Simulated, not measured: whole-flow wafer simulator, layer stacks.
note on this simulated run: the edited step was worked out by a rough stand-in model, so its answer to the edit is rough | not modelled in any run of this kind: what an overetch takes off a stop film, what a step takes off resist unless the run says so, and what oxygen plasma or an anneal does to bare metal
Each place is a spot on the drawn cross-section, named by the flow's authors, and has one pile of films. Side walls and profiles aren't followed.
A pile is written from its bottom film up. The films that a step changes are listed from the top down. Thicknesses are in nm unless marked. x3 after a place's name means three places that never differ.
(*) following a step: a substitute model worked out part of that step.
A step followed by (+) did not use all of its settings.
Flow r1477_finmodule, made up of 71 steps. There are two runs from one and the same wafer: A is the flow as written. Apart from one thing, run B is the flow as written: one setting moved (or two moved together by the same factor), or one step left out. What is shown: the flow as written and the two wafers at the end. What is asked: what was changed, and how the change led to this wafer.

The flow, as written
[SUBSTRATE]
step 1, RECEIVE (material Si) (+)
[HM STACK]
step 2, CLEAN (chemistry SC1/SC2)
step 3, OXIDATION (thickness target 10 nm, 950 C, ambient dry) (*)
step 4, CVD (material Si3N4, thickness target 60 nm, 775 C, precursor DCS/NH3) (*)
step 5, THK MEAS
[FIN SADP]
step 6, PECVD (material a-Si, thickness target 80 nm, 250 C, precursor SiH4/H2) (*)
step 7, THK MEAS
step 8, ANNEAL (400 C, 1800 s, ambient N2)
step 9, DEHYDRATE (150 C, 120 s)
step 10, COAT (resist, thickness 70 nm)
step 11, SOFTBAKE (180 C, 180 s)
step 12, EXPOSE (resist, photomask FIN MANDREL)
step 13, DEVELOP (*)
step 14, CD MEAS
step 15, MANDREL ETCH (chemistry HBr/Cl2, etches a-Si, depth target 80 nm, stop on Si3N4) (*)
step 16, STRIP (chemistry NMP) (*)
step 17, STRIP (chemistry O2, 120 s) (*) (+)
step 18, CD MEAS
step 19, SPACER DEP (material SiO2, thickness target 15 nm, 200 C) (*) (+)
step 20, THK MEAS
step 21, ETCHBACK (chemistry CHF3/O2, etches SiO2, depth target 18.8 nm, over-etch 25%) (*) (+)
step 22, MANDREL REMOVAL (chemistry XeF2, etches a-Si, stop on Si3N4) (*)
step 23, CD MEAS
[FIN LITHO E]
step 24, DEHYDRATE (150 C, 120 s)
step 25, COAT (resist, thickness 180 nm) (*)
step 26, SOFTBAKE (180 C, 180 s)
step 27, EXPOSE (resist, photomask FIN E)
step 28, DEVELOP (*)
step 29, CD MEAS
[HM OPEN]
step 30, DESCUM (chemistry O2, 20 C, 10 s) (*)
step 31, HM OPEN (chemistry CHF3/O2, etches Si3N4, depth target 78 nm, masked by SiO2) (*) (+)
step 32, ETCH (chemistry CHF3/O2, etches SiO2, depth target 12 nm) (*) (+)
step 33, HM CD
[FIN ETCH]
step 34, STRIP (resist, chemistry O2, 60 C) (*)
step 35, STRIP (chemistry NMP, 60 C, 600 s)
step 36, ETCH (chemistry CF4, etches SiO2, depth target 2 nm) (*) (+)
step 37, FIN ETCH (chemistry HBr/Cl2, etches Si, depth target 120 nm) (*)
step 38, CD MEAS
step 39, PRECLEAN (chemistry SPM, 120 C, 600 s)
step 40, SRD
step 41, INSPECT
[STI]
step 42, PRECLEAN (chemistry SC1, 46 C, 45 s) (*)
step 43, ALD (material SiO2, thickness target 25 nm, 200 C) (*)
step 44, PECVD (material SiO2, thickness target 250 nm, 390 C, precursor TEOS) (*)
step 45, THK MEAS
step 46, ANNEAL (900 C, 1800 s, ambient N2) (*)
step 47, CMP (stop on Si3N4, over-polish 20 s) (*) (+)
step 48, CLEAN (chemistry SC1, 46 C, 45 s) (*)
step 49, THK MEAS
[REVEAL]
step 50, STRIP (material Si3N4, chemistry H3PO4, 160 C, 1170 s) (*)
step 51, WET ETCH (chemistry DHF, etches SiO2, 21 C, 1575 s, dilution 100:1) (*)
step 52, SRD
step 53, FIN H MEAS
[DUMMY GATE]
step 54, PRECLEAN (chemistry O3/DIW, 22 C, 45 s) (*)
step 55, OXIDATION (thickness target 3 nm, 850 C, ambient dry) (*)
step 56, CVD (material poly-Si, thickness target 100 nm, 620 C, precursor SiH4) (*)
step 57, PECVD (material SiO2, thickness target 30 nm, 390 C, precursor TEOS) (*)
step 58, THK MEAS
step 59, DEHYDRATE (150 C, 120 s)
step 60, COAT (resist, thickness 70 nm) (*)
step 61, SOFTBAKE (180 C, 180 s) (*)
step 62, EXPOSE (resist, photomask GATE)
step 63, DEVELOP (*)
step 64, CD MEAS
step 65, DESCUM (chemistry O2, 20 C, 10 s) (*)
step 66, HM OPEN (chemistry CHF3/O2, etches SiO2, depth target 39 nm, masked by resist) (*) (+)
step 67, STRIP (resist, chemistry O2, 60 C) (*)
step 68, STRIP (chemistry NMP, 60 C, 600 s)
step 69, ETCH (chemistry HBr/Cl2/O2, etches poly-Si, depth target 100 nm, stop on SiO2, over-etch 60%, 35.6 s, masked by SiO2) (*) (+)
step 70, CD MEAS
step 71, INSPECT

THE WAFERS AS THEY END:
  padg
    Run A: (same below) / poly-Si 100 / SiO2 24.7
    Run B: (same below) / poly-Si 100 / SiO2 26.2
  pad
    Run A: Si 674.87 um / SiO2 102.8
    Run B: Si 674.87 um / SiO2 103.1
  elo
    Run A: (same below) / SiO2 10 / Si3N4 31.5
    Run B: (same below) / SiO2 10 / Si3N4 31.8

The reason: step 69, ETCH: depth target 72.5 nm was run, whereas the flow has depth target 100 nm; step 69, ETCH: 25.8 s was run, where the flow has 35.6 s.

How this came from the change, step by step:
  step 69, ETCH (chemistry HBr/Cl2/O2, etches poly-Si, depth target 100 nm, stop on SiO2, over-etch 60%, 35.6 s, masked by SiO2) (*) (+)
      padg, elg, esg and 15 more: A SiO2 loses 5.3 | B SiO2 loses 3.84
